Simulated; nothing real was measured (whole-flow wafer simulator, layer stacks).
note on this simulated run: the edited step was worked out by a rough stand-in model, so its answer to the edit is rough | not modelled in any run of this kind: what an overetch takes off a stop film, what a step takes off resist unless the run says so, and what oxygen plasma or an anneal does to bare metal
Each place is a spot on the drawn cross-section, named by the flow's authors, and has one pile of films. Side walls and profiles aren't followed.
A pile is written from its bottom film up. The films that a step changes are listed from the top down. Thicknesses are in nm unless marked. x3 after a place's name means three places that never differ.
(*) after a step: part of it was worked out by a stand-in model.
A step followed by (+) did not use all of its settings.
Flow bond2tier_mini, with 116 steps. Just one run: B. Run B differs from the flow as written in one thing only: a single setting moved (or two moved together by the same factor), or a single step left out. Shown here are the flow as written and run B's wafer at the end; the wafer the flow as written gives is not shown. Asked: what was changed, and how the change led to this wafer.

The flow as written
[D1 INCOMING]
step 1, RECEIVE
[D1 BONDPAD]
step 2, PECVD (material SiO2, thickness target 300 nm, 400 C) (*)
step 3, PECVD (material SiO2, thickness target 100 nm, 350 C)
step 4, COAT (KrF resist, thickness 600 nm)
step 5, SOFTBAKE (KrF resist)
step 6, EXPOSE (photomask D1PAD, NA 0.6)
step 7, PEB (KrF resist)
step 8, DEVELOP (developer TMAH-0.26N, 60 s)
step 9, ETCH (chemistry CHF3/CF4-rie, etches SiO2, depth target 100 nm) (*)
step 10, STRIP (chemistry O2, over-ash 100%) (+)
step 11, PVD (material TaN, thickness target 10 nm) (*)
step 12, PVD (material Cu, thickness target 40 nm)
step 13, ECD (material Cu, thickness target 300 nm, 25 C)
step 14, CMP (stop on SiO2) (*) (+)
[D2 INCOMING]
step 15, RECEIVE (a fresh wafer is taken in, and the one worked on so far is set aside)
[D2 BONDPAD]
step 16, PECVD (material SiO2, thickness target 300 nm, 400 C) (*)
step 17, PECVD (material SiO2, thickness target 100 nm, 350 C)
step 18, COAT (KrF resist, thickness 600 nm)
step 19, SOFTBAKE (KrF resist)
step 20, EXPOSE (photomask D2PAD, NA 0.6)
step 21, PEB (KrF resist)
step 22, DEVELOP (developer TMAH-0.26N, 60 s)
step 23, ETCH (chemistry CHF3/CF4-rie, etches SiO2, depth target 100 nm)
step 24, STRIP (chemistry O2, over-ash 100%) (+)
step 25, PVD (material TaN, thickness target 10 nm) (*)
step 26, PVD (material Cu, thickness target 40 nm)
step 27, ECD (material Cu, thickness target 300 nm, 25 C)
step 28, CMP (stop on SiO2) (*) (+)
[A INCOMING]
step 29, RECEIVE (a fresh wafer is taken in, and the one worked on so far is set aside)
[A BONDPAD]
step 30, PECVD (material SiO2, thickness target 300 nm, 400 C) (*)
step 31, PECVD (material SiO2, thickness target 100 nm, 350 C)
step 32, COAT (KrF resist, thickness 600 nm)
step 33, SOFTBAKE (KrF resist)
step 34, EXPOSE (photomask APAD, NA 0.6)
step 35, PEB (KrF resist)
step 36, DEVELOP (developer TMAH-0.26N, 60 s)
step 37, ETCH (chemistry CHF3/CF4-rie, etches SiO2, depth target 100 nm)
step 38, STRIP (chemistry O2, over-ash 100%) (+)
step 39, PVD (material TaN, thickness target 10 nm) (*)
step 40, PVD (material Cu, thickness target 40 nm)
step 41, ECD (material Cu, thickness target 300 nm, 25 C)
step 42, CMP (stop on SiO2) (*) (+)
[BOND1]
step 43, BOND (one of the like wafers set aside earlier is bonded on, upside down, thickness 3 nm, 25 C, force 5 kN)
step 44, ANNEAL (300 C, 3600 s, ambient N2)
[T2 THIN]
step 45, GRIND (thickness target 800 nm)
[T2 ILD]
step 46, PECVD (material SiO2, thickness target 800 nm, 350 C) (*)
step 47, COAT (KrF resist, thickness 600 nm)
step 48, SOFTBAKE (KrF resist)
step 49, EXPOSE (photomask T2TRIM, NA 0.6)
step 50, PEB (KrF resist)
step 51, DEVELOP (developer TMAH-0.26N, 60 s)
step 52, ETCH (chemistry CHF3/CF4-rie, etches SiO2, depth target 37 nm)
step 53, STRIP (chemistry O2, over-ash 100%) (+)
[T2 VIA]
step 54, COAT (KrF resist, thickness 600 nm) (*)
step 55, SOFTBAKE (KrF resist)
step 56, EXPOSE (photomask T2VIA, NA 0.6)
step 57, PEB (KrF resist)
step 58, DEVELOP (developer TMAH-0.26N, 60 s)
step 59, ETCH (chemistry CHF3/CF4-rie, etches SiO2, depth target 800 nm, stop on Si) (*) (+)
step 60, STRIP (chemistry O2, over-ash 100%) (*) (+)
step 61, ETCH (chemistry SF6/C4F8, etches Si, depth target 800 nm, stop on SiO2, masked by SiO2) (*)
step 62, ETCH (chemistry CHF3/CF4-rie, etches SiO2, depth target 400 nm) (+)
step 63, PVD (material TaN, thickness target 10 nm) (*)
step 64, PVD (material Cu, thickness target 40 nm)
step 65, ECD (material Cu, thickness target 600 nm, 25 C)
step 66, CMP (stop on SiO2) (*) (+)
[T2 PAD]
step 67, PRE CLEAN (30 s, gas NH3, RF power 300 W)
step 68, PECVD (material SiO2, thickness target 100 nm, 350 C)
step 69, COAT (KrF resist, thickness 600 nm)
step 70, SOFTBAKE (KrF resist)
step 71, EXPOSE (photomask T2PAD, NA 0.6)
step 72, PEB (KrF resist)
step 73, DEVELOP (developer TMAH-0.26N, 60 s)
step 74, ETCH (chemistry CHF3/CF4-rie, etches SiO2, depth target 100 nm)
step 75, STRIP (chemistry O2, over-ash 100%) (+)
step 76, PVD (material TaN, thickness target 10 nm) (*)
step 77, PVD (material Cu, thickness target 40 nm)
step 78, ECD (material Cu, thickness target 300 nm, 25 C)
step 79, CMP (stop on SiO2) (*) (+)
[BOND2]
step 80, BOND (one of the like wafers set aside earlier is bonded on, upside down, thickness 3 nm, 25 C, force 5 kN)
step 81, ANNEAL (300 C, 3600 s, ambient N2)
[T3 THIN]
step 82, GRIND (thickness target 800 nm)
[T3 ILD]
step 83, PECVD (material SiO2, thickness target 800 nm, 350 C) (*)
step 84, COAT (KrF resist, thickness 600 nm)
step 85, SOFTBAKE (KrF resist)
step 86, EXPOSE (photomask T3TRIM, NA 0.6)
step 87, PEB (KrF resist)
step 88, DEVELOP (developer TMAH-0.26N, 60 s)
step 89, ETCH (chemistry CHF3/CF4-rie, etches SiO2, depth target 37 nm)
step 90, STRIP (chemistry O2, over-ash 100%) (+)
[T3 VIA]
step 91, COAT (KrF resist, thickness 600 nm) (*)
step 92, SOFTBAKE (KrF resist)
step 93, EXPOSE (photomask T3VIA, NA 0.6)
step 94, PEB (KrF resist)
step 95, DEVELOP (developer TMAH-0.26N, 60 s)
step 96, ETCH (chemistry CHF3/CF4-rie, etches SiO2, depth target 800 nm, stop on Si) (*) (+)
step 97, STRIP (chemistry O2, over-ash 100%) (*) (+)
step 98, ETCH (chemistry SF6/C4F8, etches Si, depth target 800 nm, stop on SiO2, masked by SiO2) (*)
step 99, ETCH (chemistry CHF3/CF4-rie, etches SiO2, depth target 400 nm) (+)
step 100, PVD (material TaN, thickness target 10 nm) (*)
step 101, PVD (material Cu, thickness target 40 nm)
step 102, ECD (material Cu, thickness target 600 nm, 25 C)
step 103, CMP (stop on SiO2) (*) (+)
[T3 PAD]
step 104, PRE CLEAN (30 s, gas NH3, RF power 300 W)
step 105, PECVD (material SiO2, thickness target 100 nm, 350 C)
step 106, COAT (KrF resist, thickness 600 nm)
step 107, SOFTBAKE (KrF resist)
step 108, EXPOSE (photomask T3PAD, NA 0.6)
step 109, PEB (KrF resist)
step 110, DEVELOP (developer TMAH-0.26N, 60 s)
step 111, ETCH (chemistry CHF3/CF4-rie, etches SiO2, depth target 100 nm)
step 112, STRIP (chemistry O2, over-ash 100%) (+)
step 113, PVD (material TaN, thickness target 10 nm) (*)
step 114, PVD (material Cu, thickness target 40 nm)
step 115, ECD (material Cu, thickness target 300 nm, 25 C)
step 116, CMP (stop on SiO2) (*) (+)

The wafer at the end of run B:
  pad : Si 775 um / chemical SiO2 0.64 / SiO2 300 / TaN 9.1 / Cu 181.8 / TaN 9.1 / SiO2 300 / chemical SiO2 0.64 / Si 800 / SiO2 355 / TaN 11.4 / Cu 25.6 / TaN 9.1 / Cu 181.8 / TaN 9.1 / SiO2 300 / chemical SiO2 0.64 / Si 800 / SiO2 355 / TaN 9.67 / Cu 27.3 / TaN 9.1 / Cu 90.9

Cause: step 63, PVD: thickness target 11.8 nm was run, whereas the flow has thickness target 10 nm.

How this came from the change, step by step:
  step 63, PVD (material TaN, thickness target 10 nm) (*)
      field: TaN gains 11.8 (new film) (in the flow as written it would be: TaN gains 10 (new film))
      pad: TaN gains 11.4 (new film) (in the flow as written it would be: TaN gains 9.67 (new film))
  step 66, CMP (stop on SiO2) (*) (+)
      field: Cu loses 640 (all of it), TaN loses 11.8 (all of it) (in the flow as written it would be: Cu loses 640 (all of it), TaN loses 10 (all of it))
